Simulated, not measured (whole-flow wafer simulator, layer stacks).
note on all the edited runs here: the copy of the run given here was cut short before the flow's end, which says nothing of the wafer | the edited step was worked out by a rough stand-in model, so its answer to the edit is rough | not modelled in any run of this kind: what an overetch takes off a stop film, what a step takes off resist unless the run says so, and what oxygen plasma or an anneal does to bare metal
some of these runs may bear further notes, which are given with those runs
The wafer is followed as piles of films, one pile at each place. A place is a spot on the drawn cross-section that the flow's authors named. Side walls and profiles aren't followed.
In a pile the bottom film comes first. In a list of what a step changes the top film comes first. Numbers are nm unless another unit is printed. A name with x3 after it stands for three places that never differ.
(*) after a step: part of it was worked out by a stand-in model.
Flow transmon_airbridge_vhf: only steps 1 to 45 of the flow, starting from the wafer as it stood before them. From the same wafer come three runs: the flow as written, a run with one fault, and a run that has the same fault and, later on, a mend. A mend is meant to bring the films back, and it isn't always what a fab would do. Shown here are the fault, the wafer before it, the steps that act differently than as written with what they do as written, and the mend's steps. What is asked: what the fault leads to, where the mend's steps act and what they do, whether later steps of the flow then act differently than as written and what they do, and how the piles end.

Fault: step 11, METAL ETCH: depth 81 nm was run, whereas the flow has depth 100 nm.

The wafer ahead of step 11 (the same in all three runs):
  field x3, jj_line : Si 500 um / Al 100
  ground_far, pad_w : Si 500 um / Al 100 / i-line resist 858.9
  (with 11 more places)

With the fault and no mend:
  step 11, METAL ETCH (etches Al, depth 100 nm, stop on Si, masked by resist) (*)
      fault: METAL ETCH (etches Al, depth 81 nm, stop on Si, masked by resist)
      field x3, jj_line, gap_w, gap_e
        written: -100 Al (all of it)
        fault: -81 Al
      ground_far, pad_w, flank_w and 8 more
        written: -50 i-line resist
        fault: -40.5 i-line resist
  Steps further on in the flow that do not act as written (19 more steps, not shown, differ only slightly: by at most 2% or 0.5 nm, whichever is larger):
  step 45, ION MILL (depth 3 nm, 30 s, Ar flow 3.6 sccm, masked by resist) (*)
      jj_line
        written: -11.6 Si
        fault: -19 Al (all of it), -0.93 Si
  At field x3, gap_w, gap_e, the piles at the end differ from the flow's by more than 2% or 0.5 nm, whichever is larger.
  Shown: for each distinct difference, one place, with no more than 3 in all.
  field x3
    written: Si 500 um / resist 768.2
    fault: Si 500 um / Al 19 / resist 768.2
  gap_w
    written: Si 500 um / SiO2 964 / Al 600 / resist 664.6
    fault: Si 500 um / Al 19 / SiO2 964 / Al 600 / resist 659.3

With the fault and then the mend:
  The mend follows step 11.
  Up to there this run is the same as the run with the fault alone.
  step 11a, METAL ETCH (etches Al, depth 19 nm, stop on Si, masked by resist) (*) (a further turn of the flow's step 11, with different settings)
      ground_far, pad_w, flank_w and 8 more
        -9.5 i-line resist
      field x3, jj_line, gap_w, gap_e
        -19 Al (all of it)
  None of the later steps of the flow acts differently than as written at any place that is followed.
  The piles end the same as the flow's at every place that both follow.
